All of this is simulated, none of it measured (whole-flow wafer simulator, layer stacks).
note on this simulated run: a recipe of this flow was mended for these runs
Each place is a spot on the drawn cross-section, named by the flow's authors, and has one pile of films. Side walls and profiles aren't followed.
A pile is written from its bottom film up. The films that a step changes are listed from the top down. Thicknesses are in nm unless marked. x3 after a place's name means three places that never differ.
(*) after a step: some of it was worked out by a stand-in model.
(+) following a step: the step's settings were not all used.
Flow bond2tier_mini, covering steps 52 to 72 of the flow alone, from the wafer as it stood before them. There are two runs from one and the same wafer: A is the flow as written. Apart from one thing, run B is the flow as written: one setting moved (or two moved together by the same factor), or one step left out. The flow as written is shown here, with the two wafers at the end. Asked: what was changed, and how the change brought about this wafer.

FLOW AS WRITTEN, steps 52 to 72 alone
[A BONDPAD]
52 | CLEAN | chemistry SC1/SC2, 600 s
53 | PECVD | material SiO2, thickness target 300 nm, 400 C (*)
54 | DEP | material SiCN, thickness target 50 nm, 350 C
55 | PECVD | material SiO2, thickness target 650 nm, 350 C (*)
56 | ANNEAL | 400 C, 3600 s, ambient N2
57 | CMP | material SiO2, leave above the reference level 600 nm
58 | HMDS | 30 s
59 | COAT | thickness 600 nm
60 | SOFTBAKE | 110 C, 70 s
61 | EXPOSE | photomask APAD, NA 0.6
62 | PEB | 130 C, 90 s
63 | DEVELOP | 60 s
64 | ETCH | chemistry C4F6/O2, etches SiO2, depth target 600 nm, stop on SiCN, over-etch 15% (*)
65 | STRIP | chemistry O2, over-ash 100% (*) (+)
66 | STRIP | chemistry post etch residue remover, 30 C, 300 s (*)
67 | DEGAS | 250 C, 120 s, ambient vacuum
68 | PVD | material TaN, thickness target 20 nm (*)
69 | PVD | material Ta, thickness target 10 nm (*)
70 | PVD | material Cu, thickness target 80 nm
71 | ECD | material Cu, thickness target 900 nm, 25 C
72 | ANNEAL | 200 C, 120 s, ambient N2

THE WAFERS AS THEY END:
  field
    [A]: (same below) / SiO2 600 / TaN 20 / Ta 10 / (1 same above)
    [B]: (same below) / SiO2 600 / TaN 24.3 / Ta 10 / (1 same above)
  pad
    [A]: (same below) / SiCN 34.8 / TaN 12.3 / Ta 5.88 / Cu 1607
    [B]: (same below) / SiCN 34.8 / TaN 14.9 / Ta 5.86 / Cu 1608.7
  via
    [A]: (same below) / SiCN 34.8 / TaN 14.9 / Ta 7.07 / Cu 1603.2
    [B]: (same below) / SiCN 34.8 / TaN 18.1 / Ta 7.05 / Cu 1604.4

The reason: step 68, PVD: thickness target 24.3 nm was run, though the flow has thickness target 20 nm.
The wafer lets one read it off: field has TaN 24.3, and step 68 as written asks for 20 nm.

The path from the change to this, step by step:
  68 | PVD | material TaN, thickness target 20 nm (*)
      field: A +20 TaN (new film) | B +24.3 TaN (new film)
      pad: A +12.3 TaN (new film) | B +14.9 TaN (new film)
      (as well as at 1 more place)
